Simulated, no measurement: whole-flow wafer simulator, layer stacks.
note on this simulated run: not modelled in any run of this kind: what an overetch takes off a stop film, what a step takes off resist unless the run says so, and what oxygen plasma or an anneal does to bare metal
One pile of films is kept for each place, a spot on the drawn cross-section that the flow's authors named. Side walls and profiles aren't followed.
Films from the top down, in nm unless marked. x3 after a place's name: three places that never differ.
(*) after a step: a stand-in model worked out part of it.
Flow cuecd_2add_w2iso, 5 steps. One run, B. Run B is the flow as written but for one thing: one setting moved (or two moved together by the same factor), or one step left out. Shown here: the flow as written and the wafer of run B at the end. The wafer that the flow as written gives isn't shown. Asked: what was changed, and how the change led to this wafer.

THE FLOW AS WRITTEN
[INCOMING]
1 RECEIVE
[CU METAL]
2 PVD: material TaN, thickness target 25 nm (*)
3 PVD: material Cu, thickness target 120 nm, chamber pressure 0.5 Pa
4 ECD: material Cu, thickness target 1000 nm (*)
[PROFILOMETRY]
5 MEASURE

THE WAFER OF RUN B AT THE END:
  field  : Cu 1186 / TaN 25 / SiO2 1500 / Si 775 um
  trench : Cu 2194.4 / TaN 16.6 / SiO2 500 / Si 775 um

The cause: step 3, PVD: thickness target 186 nm was run, where the flow has thickness target 120 nm.

How the change led to this, step by step:
  3 PVD: material Cu, thickness target 120 nm, chamber pressure 0.5 Pa
      field: Cu +186 (new film) (as written it would be: Cu +120 (new film))
      trench: Cu +124.8 (new film) (as written it would be: Cu +80.8 (new film))
